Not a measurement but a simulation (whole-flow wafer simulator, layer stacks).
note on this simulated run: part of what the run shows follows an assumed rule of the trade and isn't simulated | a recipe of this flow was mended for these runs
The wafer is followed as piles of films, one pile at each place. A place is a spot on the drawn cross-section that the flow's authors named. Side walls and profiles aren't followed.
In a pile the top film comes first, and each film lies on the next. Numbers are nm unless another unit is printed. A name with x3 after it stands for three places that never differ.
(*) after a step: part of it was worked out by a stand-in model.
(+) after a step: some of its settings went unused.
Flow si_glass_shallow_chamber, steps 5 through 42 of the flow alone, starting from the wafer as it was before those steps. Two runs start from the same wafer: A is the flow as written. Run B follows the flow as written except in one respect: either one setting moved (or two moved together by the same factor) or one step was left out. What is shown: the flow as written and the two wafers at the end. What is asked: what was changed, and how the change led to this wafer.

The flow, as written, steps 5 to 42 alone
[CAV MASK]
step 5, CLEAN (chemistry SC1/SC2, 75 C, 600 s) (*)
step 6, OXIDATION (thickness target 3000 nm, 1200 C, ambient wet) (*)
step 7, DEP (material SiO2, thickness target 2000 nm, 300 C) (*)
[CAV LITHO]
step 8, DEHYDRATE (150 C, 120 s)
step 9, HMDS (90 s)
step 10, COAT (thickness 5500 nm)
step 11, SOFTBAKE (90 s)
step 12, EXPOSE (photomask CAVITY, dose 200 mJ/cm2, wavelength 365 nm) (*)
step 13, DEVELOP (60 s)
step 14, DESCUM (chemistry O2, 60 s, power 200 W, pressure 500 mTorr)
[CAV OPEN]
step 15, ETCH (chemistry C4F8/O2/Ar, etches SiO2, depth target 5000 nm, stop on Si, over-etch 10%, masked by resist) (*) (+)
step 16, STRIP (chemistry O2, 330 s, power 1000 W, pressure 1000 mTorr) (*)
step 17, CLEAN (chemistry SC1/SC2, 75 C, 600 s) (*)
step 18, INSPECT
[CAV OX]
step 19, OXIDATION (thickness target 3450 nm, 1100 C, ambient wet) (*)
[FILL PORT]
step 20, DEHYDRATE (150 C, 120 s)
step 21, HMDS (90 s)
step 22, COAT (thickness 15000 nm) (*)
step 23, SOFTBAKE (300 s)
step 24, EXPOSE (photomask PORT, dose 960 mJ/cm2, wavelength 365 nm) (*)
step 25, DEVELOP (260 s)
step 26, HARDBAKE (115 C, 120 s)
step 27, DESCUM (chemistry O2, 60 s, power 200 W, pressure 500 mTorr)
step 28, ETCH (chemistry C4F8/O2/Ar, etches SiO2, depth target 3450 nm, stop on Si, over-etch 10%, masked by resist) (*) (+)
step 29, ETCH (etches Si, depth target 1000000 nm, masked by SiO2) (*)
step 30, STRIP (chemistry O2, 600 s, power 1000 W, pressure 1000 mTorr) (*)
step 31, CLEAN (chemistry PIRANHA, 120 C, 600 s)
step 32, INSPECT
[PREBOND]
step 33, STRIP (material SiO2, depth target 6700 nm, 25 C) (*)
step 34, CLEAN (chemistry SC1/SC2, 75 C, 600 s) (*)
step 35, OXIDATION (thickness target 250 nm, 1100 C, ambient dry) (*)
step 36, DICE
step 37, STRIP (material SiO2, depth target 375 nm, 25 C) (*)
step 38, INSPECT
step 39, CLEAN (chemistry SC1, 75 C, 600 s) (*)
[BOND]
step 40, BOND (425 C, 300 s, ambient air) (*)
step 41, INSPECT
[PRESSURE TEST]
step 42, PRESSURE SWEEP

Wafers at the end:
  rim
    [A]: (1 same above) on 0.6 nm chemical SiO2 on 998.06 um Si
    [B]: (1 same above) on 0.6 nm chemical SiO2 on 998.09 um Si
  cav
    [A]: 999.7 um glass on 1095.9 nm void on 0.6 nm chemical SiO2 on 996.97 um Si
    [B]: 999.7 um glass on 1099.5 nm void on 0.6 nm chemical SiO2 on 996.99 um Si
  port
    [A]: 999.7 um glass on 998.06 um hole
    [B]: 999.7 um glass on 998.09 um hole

The reason: step 6, OXIDATION: 1188 C was run, while the flow as written has 1200 C.

How this came from the change, step by step:
  step 6, OXIDATION (thickness target 3000 nm, 1200 C, ambient wet) (*)
      rim, ramp, cav, port, septum, ring: A +3000 SiO2 (new film), -0.6 chemical SiO2 (all of it), -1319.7 Si | B +2920.5 SiO2 (new film), -0.6 chemical SiO2 (all of it), -1284.7 Si
  step 15, ETCH (chemistry C4F8/O2/Ar, etches SiO2, depth target 5000 nm, stop on Si, over-etch 10%, masked by resist) (*) (+)
      cav, port: A -5000 SiO2 (all of it), -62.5 Si | B -4920.5 SiO2 (all of it), -72.4 Si
  step 22, COAT (thickness 15000 nm) (*)
      rim: A +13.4 um thick-i-line-resist (new film) | B +13.43 um thick-i-line-resist (new film)
      ramp: A +12.89 um thick-i-line-resist (new film) | B +12.93 um thick-i-line-resist (new film)
      (and at 1 other place as well)
  step 25, DEVELOP (260 s)
      port: A -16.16 um thick-i-line-resist (all of it) | B -16.14 um thick-i-line-resist (all of it)
  step 29, ETCH (etches Si, depth target 1000000 nm, masked by SiO2) (*)
      rim, ramp: A -11.47 um thick-i-line-resist (all of it), -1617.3 SiO2 | B -11.52 um thick-i-line-resist (all of it), -1594.8 SiO2
      port: A +997.05 um hole (new film), -997.05 um Si (all of it) | B +997.07 um hole (new film), -997.07 um Si (all of it)
      (and at 1 other place as well)
  step 30, STRIP (chemistry O2, 600 s, power 1000 W, pressure 1000 mTorr) (*)
      cav: A -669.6 thick-i-line-resist (all of it) | B -650.9 thick-i-line-resist (all of it)
